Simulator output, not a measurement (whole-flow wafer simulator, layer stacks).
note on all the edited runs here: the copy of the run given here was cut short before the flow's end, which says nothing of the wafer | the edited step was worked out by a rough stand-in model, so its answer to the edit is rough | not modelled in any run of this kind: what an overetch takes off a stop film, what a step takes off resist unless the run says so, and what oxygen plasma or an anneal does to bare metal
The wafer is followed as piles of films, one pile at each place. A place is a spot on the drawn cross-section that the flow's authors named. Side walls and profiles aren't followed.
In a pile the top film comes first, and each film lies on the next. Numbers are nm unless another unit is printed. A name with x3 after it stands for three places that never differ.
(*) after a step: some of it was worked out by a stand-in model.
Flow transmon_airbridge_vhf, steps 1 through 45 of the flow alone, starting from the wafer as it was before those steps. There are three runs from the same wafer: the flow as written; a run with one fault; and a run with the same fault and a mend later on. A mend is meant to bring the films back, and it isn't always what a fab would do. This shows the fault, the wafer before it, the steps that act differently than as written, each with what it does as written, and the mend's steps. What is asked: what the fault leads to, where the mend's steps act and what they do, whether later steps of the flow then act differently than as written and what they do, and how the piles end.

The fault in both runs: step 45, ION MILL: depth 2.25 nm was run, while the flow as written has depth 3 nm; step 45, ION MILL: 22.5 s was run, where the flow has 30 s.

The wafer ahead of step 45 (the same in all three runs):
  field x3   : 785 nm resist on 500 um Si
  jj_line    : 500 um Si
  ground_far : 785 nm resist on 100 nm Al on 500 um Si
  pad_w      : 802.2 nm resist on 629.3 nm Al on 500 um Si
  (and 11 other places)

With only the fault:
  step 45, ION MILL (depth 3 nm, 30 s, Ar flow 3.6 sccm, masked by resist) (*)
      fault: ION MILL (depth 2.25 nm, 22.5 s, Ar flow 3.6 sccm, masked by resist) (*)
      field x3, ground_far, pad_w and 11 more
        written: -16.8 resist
        fault: -12.6 resist
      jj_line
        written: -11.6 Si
        fault: -8.72 Si
  Every later step of the flow that is run acts as written at every place that is followed.
  The piles end only slightly different from the flow's at the places that both follow, by no more than 2% or 0.5 nm, whichever is larger.

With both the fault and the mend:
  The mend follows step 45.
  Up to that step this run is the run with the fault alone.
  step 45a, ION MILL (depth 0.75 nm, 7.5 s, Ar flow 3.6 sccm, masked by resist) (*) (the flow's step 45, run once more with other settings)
      field x3, ground_far, pad_w and 11 more
        -4.2 resist
      jj_line
        -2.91 Si
  Every later step of the flow that is run acts as written at every place that is followed.
  At every place that both follow, the piles at the end match the flow's.
